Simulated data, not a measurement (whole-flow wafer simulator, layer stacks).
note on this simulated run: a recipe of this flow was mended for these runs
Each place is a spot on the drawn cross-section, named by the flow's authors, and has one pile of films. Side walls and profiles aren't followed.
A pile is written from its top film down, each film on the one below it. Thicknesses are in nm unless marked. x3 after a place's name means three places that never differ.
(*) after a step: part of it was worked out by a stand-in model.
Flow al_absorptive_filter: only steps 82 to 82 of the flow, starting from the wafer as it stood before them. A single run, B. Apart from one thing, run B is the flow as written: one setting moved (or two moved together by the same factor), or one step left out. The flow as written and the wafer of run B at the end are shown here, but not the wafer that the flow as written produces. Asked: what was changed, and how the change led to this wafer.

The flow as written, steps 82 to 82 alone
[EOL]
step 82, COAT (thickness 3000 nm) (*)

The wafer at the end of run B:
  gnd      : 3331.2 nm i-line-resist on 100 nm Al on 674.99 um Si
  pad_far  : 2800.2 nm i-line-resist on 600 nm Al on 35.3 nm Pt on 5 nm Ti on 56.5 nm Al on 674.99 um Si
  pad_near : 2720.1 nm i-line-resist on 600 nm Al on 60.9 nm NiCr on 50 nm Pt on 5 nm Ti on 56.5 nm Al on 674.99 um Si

The reason: step 82, COAT: thickness 3246 nm was run, while the flow as written has thickness 3000 nm.

The path from the change to this, step by step:
  step 82, COAT (thickness 3000 nm) (*)
      xa_field, xl_land, idc_field: i-line-resist gains 3246 (new film) (it would be, as written: i-line-resist gains 3000 (new film))
      gnd: i-line-resist gains 3331.2 (new film) (it would be, as written: i-line-resist gains 3084.4 (new film))
      (as well as at 10 more places)
